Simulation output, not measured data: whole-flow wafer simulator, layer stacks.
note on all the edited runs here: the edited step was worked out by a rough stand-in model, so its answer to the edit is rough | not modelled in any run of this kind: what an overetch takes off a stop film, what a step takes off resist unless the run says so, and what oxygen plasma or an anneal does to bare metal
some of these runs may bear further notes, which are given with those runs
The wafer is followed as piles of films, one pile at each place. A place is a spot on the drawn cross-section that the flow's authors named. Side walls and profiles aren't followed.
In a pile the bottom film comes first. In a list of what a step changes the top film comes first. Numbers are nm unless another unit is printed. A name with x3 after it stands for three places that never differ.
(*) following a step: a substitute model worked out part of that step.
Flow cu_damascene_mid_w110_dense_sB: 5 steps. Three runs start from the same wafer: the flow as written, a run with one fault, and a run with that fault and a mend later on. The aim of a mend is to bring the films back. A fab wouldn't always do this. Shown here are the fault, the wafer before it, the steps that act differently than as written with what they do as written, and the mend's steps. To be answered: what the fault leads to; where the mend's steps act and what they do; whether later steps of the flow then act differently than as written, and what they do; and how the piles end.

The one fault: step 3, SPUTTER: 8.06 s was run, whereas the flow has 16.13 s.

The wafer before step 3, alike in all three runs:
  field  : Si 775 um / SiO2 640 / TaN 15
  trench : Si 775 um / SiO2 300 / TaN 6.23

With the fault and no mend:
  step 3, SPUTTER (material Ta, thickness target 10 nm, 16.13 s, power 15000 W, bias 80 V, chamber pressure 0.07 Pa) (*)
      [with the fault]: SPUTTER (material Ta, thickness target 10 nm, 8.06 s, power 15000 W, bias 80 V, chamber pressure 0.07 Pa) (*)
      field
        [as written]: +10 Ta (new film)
        [with the fault]: +5 Ta (new film)
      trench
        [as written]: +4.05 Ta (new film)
        [with the fault]: +2.02 Ta (new film)
  None of the later steps of the flow differs from how it acts as written, at any place that is followed, by more than 2% or 0.5 nm, whichever is larger.
  The piles end different from the flow's at field, trench by more than 2% or 0.5 nm, whichever is larger.
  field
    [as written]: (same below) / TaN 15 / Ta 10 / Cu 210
    [with the fault]: (same below) / TaN 15 / Ta 5 / Cu 210
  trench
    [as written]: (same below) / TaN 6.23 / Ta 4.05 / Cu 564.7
    [with the fault]: (same below) / TaN 6.23 / Ta 2.02 / Cu 561.7

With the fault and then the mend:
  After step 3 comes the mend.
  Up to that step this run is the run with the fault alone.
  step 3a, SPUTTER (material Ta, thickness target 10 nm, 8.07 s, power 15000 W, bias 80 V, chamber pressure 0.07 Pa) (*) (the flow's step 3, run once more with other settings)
      field
        +5 Ta
      trench
        +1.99 Ta
  None of the later steps of the flow acts differently than as written at any place that is followed.
  When the end is reached, the piles differ only a little from the flow's at the places that both follow, at most by 2% or 0.5 nm, whichever is larger.
